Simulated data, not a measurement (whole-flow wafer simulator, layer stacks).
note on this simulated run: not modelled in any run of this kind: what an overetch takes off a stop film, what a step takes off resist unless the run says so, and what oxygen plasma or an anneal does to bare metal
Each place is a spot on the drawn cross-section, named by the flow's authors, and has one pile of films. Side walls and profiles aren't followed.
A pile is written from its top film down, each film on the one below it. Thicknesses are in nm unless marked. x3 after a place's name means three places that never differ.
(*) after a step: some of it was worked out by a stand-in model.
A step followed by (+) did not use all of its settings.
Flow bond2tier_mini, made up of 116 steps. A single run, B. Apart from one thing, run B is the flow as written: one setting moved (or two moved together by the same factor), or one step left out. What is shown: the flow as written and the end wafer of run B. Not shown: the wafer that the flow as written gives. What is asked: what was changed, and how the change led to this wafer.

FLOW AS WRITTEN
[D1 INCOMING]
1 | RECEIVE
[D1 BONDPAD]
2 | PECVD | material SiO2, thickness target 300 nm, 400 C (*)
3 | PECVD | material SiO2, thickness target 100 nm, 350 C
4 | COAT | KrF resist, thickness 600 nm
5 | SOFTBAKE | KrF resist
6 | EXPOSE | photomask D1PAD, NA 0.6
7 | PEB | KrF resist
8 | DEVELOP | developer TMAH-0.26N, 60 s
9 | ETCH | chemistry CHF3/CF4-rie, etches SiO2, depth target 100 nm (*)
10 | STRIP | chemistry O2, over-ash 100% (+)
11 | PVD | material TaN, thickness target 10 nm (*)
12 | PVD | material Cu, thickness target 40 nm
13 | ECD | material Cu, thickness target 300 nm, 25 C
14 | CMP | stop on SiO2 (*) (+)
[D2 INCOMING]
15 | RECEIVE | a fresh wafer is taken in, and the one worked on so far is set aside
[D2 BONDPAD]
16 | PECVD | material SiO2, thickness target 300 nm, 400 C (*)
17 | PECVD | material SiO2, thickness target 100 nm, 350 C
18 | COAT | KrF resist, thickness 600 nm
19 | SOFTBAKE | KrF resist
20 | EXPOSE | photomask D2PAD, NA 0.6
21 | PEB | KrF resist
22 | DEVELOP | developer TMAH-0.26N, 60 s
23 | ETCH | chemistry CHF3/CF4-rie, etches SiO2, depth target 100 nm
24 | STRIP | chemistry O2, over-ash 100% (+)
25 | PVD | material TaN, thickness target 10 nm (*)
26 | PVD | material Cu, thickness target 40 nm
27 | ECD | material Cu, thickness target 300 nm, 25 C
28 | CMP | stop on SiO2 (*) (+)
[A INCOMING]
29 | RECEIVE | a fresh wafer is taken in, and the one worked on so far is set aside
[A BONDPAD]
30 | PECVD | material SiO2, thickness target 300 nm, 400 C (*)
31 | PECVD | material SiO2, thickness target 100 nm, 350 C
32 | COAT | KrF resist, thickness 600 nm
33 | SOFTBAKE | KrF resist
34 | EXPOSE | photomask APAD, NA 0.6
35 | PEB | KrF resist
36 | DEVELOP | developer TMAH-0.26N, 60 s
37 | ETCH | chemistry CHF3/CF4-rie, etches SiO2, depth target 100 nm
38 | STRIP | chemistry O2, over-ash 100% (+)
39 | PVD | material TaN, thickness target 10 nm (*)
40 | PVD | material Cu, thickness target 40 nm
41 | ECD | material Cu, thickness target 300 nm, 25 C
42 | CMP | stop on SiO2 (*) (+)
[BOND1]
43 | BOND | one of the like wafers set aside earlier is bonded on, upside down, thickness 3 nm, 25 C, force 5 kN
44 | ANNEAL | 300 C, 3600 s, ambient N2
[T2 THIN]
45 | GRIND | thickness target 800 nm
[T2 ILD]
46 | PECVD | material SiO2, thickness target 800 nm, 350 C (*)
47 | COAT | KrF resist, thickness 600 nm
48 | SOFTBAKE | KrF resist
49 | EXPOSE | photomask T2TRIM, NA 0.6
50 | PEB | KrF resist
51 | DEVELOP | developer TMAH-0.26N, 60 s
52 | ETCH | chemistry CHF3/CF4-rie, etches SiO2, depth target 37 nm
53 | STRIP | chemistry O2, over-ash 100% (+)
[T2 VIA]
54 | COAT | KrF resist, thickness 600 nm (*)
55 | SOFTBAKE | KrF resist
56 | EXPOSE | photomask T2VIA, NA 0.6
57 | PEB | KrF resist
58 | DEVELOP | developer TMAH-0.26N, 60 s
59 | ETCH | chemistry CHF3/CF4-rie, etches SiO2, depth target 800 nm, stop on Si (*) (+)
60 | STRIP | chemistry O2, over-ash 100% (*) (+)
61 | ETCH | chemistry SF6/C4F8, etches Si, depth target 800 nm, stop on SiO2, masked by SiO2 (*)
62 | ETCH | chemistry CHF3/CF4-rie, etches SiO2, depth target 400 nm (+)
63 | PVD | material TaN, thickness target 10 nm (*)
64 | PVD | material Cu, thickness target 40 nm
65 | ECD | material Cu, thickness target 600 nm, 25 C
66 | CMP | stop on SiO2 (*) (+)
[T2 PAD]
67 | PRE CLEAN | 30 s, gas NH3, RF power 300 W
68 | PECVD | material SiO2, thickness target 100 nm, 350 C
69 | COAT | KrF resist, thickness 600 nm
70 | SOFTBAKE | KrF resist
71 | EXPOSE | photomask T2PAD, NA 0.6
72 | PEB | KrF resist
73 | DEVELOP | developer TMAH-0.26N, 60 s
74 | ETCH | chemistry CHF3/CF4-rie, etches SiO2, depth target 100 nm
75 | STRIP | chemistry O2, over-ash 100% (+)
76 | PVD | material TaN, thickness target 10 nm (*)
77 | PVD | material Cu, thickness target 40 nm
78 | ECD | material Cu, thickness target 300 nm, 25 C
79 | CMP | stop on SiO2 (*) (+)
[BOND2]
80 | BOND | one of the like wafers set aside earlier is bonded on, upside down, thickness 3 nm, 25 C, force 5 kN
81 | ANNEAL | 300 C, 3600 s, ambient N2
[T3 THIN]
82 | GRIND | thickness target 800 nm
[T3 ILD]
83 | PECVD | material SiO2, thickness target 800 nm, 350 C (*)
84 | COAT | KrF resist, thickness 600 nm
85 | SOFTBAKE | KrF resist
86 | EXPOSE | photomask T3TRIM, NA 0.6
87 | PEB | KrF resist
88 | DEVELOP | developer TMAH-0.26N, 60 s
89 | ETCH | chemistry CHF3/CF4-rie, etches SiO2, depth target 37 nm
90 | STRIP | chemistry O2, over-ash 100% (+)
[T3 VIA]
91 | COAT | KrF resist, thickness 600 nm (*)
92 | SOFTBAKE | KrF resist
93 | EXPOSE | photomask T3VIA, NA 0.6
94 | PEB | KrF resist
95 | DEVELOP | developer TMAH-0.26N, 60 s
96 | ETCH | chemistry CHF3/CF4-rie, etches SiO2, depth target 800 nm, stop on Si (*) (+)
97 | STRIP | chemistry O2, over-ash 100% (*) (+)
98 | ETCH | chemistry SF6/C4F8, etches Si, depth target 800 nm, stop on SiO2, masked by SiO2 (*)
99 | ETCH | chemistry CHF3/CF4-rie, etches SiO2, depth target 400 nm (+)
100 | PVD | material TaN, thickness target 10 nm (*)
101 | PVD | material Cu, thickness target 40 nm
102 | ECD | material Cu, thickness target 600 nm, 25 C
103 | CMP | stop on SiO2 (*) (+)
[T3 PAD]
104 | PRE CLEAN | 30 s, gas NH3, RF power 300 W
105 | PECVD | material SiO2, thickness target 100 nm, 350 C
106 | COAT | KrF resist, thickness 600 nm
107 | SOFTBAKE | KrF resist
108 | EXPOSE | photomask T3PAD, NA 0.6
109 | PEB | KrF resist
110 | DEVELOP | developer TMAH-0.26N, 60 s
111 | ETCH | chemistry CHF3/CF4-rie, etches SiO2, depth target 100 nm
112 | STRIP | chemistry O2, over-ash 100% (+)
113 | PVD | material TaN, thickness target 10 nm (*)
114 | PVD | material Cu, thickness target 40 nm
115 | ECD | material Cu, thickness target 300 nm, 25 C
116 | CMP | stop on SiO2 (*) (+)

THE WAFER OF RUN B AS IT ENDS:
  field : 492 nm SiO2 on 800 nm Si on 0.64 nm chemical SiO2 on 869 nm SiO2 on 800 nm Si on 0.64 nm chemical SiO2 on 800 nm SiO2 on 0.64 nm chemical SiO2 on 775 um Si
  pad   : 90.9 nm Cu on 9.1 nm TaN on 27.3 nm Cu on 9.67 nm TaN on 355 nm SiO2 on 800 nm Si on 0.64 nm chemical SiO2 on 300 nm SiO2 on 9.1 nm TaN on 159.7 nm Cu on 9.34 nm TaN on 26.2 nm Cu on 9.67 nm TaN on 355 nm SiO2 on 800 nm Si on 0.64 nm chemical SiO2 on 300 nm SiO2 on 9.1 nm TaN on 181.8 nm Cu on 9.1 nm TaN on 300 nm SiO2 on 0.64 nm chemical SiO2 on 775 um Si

The reason: step 68, PECVD: thickness target 77 nm was run, while the flow as written has thickness target 100 nm.

How this came from the change, step by step:
  68 | PECVD | material SiO2, thickness target 100 nm, 350 C
      field: SiO2 gains 77 (in the flow as written it would be: SiO2 gains 100)
      pad: SiO2 gains 77 (new film) (in the flow as written it would be: SiO2 gains 100 (new film))
  74 | ETCH | chemistry CHF3/CF4-rie, etches SiO2, depth target 100 nm
      pad: SiO2 loses 77 (all of it), Cu loses 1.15 (in the flow as written it would be: SiO2 loses 100 (all of it))
  77 | PVD | material Cu, thickness target 40 nm
      pad: Cu gains 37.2 (new film) (in the flow as written it would be: Cu gains 36.4 (new film))
  78 | ECD | material Cu, thickness target 300 nm, 25 C
      pad: Cu gains 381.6 (in the flow as written it would be: Cu gains 404.5)
